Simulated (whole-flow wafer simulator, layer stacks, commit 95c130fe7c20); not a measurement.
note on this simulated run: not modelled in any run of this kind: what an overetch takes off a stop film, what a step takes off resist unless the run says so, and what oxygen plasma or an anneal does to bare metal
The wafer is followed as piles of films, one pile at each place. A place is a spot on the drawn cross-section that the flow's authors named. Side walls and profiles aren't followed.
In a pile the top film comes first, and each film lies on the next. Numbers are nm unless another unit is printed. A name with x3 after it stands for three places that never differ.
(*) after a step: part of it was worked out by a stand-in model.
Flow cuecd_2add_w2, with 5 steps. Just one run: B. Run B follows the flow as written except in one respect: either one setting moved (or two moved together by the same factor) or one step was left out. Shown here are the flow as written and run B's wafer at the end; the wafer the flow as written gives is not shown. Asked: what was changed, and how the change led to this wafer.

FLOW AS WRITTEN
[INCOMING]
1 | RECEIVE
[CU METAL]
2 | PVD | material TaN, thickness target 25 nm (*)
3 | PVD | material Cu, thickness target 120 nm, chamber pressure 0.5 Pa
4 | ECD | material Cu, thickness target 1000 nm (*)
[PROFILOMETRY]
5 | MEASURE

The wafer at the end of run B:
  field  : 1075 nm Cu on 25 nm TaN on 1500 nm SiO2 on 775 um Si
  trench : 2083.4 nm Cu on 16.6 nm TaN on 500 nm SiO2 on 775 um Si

What caused this: step 3, PVD: thickness target 75 nm was run, though the flow has thickness target 120 nm.

The path from the change to this, step by step:
  3 | PVD | material Cu, thickness target 120 nm, chamber pressure 0.5 Pa
      field: Cu gains 75 (new film) (in the flow as written it would be: Cu gains 120 (new film))
      trench: Cu gains 50.7 (new film) (in the flow as written it would be: Cu gains 80.8 (new film))
